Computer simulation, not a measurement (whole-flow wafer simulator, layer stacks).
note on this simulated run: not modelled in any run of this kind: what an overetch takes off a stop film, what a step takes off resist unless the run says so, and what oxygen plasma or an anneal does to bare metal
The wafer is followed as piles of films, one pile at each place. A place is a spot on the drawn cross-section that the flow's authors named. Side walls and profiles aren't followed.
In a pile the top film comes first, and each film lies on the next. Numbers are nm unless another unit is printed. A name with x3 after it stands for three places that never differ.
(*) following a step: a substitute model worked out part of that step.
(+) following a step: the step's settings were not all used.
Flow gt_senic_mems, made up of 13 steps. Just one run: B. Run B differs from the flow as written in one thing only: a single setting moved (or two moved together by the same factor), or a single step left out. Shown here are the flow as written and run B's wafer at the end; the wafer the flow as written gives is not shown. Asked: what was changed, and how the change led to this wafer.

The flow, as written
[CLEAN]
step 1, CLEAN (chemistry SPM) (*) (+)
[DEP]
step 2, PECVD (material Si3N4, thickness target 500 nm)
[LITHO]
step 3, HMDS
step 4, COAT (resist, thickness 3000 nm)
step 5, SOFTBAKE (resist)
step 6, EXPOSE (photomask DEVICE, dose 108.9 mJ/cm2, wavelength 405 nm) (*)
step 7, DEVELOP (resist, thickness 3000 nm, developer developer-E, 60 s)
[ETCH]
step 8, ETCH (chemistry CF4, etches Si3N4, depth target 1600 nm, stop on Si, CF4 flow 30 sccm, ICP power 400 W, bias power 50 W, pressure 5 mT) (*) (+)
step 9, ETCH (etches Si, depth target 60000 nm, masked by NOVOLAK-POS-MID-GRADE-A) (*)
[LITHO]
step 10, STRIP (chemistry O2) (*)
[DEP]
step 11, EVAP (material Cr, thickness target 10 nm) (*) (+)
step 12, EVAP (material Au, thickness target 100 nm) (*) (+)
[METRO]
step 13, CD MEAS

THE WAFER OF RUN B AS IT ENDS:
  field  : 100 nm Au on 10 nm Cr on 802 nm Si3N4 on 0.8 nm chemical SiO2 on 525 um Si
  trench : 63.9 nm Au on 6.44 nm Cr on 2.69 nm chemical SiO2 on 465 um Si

The reason: step 2, PECVD: thickness target 802 nm was run, though the flow has thickness target 500 nm.
The wafer lets one read it off: field has Si3N4 802, and step 2 as written asks for 500 nm.

How this came from the change, step by step:
  step 2, PECVD (material Si3N4, thickness target 500 nm)
      field, trench: Si3N4 gains 802 (new film) (as written it would have been: Si3N4 gains 500 (new film))
  step 8, ETCH (chemistry CF4, etches Si3N4, depth target 1600 nm, stop on Si, CF4 flow 30 sccm, ICP power 400 W, bias power 50 W, pressure 5 mT) (*) (+)
      field: resist loses 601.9 (as written it would have been: resist loses 400.5)
      trench: Si3N4 loses 802 (all of it), chemical SiO2 loses 0.8 (all of it) (as written it would have been: Si3N4 loses 500 (all of it), chemical SiO2 loses 0.8 (all of it))
  step 10, STRIP (chemistry O2) (*)
      field: resist loses 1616 (all of it) (as written it would have been: resist loses 1817.3 (all of it))
